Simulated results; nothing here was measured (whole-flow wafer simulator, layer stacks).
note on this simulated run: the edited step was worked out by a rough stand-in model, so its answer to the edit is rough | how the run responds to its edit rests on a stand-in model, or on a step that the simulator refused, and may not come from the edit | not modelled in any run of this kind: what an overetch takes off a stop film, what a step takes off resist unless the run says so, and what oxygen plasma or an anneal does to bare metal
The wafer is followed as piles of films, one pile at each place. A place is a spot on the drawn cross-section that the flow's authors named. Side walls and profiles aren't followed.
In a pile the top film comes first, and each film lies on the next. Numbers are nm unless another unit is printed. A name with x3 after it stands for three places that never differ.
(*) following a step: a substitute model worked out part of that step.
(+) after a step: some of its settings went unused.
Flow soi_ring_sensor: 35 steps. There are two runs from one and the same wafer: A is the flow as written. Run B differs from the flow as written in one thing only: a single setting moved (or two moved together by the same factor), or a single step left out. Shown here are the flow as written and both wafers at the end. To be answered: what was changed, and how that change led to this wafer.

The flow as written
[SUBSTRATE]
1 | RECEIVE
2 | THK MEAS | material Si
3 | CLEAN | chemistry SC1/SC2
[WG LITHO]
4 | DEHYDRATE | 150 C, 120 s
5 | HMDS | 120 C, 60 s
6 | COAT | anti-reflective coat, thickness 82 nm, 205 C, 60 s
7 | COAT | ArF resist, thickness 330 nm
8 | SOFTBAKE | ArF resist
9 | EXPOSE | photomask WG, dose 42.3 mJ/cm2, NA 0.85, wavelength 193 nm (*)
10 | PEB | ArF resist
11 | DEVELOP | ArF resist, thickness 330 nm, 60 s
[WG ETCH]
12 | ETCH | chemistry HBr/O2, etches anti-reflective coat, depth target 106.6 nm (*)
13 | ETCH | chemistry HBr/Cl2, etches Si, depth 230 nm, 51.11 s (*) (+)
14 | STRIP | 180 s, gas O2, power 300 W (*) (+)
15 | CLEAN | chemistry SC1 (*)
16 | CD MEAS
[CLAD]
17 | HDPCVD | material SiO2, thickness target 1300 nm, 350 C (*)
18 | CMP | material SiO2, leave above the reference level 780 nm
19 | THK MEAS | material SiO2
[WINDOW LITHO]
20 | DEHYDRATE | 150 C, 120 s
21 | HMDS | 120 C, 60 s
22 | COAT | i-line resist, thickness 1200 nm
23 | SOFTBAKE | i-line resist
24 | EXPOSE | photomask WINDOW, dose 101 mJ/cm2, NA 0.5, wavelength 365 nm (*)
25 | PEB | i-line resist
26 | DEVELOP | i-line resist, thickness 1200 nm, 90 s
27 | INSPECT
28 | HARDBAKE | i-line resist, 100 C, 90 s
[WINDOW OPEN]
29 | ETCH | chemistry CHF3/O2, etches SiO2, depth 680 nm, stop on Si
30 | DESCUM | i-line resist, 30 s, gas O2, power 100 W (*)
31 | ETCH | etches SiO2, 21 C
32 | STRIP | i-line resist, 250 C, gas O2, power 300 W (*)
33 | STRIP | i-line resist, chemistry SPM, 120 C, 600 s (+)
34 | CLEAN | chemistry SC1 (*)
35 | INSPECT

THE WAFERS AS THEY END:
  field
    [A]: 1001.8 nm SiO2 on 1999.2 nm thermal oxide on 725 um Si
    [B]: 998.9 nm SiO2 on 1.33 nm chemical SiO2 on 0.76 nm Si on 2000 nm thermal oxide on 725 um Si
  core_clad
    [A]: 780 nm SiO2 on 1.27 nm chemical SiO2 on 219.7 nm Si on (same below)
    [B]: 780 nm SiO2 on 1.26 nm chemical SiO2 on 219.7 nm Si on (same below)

Cause: step 12, ETCH: depth target 75.7 nm was run, while the flow as written has depth target 106.6 nm.

The path from the change to this, step by step:
  12 | ETCH | chemistry HBr/O2, etches anti-reflective coat, depth target 106.6 nm (*)
      gap, window, field, gap_clad: A -82 anti-reflective coat (all of it), -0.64 chemical SiO2 (all of it) | B -75.7 anti-reflective coat
      core, core_clad: A -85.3 ArF resist | B -60.6 ArF resist
  13 | ETCH | chemistry HBr/Cl2, etches Si, depth 230 nm, 51.11 s (*) (+)
      gap, window, field, gap_clad: A -220 Si (all of it), -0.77 thermal oxide | B -6.3 anti-reflective coat (all of it), -0.64 chemical SiO2 (all of it), -218.7 Si
  14 | STRIP | 180 s, gas O2, power 300 W (*) (+)
      gap, window, field, gap_clad: A nothing | B +1.33 chemical SiO2 (new film), -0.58 Si
      core, core_clad: A -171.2 ArF resist (all of it), -82 anti-reflective coat (all of it), +0.63 chemical SiO2, -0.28 Si | B -195.9 ArF resist (all of it), -82 anti-reflective coat (all of it), +0.62 chemical SiO2, -0.27 Si
